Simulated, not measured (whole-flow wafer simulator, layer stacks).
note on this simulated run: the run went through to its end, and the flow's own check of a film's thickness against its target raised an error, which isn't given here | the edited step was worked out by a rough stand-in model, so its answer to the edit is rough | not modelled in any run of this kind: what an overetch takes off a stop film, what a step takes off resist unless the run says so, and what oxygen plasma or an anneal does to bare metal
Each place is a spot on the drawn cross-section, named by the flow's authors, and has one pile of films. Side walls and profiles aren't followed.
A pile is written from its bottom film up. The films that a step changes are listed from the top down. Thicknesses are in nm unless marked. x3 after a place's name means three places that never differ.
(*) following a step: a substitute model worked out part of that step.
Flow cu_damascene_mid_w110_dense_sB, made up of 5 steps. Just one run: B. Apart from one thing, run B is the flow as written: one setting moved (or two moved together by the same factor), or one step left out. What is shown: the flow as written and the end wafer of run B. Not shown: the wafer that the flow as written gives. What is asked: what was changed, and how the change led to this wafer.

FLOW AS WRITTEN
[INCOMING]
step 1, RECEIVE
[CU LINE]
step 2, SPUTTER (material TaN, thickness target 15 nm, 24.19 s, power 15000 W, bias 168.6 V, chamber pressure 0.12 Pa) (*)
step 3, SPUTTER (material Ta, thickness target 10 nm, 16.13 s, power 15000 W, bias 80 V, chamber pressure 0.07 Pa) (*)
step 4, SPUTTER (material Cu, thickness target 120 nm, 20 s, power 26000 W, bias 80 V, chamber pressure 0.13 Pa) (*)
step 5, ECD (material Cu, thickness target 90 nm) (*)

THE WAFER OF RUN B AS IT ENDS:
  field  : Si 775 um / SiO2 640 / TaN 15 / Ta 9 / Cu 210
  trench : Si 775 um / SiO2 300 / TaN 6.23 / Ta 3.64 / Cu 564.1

Cause: step 3, SPUTTER: thickness target 9 nm was run, whereas the flow has thickness target 10 nm; step 3, SPUTTER: 14.52 s was run, where the flow has 16.13 s.
The wafer itself shows it: field has Ta 9, and step 3 as written asks for 10 nm.

Step by step, how the change led to this:
  step 3, SPUTTER (material Ta, thickness target 10 nm, 16.13 s, power 15000 W, bias 80 V, chamber pressure 0.07 Pa) (*)
      field: Ta gains 9 (new film) (it would be, as written: Ta gains 10 (new film))
